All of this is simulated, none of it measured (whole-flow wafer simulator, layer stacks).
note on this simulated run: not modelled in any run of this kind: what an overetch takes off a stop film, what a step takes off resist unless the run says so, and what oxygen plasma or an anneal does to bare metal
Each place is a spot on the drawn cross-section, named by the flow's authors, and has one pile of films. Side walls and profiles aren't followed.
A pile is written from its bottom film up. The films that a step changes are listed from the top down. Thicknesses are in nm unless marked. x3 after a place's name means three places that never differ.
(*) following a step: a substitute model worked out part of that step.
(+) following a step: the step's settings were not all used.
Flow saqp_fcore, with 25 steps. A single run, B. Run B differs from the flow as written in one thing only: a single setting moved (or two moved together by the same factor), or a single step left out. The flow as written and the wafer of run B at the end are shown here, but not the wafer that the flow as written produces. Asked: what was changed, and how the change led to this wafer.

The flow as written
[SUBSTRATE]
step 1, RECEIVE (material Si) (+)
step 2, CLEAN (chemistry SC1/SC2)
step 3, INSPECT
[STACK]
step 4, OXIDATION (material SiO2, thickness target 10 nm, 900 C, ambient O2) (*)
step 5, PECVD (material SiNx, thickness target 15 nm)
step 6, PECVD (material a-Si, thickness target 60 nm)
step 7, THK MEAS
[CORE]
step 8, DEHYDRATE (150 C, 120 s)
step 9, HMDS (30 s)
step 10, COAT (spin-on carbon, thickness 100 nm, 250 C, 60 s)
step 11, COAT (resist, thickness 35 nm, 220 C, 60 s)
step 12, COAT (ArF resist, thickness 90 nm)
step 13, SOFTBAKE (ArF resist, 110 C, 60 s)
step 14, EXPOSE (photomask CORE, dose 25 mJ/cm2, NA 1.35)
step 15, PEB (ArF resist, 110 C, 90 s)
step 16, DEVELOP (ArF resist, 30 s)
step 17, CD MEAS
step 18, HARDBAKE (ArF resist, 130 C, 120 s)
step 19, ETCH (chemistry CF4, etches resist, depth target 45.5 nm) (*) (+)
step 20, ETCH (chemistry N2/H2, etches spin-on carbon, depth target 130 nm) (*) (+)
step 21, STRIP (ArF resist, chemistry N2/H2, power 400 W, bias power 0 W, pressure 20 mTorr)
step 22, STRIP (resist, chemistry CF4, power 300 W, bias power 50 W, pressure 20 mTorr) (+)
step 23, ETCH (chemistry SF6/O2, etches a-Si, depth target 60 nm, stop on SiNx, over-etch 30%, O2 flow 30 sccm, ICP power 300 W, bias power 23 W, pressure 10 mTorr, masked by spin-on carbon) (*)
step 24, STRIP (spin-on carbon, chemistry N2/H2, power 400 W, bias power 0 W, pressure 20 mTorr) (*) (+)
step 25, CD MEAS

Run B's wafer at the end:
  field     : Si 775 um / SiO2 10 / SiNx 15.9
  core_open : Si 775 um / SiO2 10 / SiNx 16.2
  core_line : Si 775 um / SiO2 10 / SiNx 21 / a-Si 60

The reason: step 5, PECVD: thickness target 21 nm was run, whereas the flow has thickness target 15 nm.
One can read it off the wafer: core_line has SiNx 21, and step 5 as written asks for 15 nm.

The path from the change to this, step by step:
  step 5, PECVD (material SiNx, thickness target 15 nm)
      field, core_open, core_line: SiNx gains 21 (new film) (in the flow as written it would be: SiNx gains 15 (new film))
